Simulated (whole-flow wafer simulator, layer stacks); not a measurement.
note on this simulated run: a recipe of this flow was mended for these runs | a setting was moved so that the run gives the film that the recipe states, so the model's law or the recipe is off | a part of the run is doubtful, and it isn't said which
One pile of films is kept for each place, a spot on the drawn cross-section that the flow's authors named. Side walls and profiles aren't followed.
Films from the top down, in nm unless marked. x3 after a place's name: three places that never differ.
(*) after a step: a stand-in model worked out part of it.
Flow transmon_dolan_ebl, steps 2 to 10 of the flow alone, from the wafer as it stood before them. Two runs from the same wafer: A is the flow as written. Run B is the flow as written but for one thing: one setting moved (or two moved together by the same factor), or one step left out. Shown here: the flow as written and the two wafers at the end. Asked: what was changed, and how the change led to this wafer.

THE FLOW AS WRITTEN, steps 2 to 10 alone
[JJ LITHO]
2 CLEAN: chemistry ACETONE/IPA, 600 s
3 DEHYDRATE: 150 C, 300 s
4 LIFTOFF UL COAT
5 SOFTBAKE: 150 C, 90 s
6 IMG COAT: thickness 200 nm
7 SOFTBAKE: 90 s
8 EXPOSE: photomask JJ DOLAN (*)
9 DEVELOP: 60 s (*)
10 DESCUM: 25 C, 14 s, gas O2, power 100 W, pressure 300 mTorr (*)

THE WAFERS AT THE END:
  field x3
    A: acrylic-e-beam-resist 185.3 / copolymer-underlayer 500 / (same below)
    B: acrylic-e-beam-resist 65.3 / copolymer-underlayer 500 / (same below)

The cause: step 6, IMG COAT: thickness 80 nm was run, where the flow has thickness 200 nm.

How the change led to this, step by step:
  6 IMG COAT: thickness 200 nm
      field x3, jj_line: A acrylic-e-beam-resist +200 (new film) | B acrylic-e-beam-resist +80 (new film)
  9 DEVELOP: 60 s (*)
      jj_line: A acrylic-e-beam-resist -200 (all of it), copolymer-underlayer -500 (all of it) | B acrylic-e-beam-resist -80 (all of it), copolymer-underlayer -500 (all of it)
